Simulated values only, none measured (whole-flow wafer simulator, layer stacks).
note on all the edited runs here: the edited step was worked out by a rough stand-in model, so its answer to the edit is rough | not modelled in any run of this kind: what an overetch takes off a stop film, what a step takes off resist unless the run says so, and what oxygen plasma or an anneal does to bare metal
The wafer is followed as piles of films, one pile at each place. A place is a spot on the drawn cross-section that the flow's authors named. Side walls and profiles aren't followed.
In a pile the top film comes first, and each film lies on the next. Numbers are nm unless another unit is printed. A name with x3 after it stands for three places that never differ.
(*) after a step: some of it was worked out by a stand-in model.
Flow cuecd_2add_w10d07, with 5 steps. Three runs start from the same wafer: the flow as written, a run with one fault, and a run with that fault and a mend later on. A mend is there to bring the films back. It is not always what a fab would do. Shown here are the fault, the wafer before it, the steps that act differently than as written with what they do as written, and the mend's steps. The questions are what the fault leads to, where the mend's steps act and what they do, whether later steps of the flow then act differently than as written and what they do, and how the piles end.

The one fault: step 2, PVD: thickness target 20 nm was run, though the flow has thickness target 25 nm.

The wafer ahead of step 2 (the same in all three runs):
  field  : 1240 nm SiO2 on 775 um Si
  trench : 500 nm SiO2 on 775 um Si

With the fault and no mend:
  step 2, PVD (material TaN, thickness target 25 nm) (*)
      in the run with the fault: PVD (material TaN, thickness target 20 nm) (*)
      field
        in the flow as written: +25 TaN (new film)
        in the run with the fault: +20 TaN (new film)
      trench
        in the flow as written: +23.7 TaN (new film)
        in the run with the fault: +18.9 TaN (new film)
  None of the later steps of the flow acts differently than as written at any place that is followed.
  By the end, the piles at field, trench depart from the flow's by more than 2% or 0.5 nm, whichever is larger.
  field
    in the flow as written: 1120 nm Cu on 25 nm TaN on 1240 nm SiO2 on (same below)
    in the run with the fault: 1120 nm Cu on 20 nm TaN on 1240 nm SiO2 on (same below)
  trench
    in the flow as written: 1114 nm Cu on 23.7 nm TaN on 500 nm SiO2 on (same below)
    in the run with the fault: 1114 nm Cu on 18.9 nm TaN on 500 nm SiO2 on (same below)

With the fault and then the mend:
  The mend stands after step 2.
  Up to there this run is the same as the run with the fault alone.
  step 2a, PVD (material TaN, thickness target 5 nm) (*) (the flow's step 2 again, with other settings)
      field
        +5 TaN
      trench
        +4.73 TaN
  None of the later steps of the flow acts differently than as written at any place that is followed.
  The piles end the same as the flow's at every place that both follow.
